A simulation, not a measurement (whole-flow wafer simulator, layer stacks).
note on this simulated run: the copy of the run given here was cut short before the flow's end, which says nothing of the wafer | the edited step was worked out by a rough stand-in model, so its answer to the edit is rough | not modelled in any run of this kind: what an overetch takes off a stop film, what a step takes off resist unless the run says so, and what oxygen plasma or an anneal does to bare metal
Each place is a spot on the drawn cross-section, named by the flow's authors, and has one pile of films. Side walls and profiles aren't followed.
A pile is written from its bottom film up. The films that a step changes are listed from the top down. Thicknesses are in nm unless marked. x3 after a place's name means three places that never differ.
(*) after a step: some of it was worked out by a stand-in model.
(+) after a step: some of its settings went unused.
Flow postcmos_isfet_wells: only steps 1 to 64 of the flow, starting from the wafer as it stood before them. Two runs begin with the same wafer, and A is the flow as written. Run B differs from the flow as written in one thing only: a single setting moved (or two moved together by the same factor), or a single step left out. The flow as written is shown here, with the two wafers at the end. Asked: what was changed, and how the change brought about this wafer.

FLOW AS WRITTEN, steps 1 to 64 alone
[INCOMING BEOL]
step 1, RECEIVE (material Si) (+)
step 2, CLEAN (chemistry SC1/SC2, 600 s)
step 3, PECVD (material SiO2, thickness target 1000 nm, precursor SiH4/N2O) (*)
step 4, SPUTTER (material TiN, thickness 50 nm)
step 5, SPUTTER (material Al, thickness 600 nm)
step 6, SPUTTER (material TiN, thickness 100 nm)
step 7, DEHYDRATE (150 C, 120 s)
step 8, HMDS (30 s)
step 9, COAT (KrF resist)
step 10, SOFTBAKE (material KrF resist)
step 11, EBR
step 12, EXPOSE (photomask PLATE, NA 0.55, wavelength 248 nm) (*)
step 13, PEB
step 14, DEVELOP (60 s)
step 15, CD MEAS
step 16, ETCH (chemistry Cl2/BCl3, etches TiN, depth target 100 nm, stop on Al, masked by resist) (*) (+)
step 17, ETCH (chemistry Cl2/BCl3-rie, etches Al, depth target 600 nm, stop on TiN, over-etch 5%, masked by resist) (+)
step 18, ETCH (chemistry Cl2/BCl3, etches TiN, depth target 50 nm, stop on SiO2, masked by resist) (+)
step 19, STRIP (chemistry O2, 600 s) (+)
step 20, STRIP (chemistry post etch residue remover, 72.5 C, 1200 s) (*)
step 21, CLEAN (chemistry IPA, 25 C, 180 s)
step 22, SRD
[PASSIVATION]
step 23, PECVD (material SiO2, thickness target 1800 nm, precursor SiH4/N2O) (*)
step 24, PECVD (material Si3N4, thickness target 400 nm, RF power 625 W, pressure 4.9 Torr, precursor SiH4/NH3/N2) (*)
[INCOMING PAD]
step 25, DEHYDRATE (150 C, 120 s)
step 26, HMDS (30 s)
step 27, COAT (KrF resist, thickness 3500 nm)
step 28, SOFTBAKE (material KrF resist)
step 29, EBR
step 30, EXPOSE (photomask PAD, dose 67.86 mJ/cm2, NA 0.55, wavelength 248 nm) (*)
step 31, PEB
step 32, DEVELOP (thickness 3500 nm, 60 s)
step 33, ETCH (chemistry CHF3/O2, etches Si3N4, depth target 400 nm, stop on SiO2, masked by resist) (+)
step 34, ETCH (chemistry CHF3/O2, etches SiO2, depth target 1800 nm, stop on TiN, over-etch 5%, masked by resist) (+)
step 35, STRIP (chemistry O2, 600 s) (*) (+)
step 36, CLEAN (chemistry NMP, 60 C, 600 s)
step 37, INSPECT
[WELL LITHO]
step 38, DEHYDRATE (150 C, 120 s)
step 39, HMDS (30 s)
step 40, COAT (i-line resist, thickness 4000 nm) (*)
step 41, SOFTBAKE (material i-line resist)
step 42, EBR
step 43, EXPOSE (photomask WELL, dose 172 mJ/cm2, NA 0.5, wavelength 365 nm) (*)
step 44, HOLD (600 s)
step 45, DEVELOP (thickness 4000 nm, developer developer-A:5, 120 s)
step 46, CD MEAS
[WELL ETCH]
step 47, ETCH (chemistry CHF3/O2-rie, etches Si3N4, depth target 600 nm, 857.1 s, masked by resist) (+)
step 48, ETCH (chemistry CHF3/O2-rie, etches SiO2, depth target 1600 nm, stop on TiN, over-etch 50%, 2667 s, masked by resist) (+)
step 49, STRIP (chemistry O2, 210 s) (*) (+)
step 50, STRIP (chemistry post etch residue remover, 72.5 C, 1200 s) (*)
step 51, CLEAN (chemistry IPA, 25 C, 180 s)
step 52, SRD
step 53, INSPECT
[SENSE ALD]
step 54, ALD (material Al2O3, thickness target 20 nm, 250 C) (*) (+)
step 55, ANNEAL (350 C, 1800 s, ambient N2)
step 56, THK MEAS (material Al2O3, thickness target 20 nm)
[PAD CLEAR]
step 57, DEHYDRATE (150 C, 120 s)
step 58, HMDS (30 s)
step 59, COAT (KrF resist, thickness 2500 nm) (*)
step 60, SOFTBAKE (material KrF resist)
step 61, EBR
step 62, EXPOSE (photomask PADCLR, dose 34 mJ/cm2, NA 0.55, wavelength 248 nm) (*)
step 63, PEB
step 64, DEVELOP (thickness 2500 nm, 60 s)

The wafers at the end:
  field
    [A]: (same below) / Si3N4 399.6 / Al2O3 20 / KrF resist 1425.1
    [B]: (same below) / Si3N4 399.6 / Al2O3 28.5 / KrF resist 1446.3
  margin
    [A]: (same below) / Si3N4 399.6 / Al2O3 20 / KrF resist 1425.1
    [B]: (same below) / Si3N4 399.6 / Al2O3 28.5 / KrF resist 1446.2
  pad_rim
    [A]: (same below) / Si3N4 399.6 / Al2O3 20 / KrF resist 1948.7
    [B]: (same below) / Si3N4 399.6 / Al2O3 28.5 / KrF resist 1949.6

The reason: step 54, ALD: thickness target 28.5 nm was run, while the flow as written has thickness target 20 nm.
The wafer itself shows it: field has Al2O3 28.5, and step 54 as written asks for 20 nm.

How this came from the change, step by step:
  step 54, ALD (material Al2O3, thickness target 20 nm, 250 C) (*) (+)
      field, margin, well900, well1300 x3, pad_rim, pad_clr, pad_open: A +20 Al2O3 (new film) | B +28.5 Al2O3 (new film)
